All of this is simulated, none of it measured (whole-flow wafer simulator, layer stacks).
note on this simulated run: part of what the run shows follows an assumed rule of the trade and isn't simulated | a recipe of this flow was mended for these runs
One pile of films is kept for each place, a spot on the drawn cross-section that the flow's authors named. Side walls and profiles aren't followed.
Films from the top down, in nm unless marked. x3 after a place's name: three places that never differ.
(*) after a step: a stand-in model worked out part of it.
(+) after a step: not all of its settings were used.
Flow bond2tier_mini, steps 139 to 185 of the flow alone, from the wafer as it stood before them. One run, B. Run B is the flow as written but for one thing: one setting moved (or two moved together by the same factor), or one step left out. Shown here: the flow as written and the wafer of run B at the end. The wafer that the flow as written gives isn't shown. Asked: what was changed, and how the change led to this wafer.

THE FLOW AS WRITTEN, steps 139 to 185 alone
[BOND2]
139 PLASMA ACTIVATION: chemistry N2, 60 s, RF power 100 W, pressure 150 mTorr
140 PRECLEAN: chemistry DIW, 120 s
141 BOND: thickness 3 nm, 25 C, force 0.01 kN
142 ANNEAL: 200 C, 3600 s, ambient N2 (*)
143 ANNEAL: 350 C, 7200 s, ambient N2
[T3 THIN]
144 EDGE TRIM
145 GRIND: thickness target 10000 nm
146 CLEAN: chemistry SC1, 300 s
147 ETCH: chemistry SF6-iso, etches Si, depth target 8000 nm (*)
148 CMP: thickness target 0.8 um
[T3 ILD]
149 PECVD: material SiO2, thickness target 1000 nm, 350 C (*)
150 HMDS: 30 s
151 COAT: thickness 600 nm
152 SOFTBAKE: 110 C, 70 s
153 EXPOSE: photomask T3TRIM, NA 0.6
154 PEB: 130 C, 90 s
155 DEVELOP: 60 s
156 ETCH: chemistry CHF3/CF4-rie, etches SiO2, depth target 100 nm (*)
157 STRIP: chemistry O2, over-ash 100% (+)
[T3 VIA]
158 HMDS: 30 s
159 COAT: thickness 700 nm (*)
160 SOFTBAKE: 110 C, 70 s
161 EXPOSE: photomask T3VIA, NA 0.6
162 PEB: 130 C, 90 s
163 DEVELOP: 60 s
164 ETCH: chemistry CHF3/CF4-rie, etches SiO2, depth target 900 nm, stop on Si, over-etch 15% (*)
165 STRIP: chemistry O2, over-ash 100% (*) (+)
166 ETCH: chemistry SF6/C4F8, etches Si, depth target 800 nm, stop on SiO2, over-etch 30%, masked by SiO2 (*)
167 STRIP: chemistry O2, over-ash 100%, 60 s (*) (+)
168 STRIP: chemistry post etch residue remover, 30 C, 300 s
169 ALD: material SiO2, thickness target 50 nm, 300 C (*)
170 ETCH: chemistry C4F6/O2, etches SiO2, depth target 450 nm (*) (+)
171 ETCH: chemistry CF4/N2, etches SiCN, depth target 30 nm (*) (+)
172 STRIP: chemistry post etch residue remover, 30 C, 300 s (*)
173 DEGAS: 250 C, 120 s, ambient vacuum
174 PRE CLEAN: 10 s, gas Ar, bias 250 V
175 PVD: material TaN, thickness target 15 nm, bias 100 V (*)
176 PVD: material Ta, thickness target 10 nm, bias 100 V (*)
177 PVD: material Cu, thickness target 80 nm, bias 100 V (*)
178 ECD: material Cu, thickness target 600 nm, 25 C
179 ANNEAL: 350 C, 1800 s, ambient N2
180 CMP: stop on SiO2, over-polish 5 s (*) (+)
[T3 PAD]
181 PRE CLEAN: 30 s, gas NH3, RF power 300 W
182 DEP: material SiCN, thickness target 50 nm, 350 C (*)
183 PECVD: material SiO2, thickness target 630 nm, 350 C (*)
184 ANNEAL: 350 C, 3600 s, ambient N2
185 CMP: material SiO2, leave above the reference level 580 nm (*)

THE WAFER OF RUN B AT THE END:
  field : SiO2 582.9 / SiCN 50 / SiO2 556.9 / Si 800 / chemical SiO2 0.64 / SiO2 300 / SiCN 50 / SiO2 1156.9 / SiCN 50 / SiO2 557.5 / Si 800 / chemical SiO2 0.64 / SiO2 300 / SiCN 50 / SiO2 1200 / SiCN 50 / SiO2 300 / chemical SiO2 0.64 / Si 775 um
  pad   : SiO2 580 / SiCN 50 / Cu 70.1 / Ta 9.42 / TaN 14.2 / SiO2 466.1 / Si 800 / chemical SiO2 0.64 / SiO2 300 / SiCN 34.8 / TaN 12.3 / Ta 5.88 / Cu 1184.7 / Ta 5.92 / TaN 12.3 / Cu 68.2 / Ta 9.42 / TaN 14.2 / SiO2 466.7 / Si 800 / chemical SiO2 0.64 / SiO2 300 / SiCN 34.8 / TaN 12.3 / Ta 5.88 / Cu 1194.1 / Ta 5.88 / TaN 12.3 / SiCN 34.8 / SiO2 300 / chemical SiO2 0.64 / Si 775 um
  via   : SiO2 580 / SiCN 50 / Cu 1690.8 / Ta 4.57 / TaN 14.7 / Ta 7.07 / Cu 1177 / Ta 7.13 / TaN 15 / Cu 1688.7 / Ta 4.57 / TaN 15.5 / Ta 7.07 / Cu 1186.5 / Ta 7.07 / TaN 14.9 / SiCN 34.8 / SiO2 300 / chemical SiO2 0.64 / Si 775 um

The cause: step 174, PRE CLEAN: 12 s was run, where the flow has 10 s.

How the change led to this, step by step:
  174 PRE CLEAN: 10 s, gas Ar, bias 250 V
      field, pad: SiO2 -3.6 (as written it would be: SiO2 -3)
      via: TaN -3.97 (as written it would be: TaN -3.19)
